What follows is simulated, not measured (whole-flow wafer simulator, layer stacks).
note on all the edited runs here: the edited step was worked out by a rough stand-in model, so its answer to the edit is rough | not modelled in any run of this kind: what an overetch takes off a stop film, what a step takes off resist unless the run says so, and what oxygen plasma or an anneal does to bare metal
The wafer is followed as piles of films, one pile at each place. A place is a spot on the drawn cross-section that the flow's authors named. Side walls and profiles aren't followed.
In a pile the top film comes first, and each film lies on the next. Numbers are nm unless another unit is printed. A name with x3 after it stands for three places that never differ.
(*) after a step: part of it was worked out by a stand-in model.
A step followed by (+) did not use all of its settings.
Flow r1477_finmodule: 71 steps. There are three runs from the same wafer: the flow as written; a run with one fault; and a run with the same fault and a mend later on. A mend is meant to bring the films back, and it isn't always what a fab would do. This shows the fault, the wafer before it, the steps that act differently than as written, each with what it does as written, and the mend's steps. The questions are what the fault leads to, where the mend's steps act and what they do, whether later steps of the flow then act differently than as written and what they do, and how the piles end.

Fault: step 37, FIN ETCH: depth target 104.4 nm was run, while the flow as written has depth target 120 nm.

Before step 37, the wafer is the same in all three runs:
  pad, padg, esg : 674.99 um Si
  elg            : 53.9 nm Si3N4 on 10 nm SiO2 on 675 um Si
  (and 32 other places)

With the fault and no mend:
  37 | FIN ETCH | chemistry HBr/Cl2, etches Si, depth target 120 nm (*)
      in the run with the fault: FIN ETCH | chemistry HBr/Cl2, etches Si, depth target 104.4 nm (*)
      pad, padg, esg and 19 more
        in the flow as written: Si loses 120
        in the run with the fault: Si loses 104.4
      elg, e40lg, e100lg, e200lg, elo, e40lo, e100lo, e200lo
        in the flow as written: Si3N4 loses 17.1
        in the run with the fault: Si3N4 loses 14.9
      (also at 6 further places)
  Steps further on in the flow that do not act as written (not shown: 4 more steps that differ only slightly, by at most 2% or 0.5 nm, whichever is larger):
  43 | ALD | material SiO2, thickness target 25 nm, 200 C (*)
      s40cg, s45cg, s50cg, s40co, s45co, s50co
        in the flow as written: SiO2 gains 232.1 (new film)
        in the run with the fault: SiO2 gains 217.7 (new film)
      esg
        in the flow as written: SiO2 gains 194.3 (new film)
        in the run with the fault: SiO2 gains 180.9 (new film)
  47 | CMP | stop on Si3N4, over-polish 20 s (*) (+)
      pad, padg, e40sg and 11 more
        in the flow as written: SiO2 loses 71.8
        in the run with the fault: SiO2 loses 87.4
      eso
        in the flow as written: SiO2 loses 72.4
        in the run with the fault: SiO2 loses 88
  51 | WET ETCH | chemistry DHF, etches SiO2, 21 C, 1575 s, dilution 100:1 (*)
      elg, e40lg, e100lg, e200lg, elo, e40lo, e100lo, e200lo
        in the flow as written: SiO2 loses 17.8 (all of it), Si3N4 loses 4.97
        in the run with the fault: SiO2 loses 15.6 (all of it), Si3N4 loses 5.15
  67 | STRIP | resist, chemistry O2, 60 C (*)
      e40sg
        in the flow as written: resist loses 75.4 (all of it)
        in the run with the fault: resist loses 77.3 (all of it)
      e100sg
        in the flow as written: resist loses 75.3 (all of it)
        in the run with the fault: resist loses 77.2 (all of it)
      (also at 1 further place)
  The piles end different from the flow's at pad, padg, elg and 27 more by more than 2% or 0.5 nm, whichever is larger.
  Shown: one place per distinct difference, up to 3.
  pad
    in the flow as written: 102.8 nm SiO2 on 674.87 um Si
    in the run with the fault: 87.3 nm SiO2 on 674.89 um Si
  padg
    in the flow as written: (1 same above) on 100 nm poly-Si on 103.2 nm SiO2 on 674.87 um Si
    in the run with the fault: (1 same above) on 100 nm poly-Si on 87.7 nm SiO2 on 674.89 um Si
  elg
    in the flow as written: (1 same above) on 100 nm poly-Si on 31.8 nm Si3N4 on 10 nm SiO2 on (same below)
    in the run with the fault: (1 same above) on 100 nm poly-Si on 33.8 nm Si3N4 on 10 nm SiO2 on (same below)

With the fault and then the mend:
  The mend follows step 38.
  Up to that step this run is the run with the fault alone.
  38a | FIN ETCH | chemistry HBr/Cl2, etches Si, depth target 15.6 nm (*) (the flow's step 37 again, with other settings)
      pad, padg, esg and 19 more
        Si loses 15.6
      elg, e40lg, e100lg, e200lg, elo, e40lo, e100lo, e200lo
        Si3N4 loses 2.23
      s40sg_line, s45sg_line, s50sg_line, s40so_line, s45so_line, s50so_line
        SiO2 loses 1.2
  None of the later steps of the flow acts differently than as written at any place that is followed.
  The piles end the same as the flow's at every place that both follow.
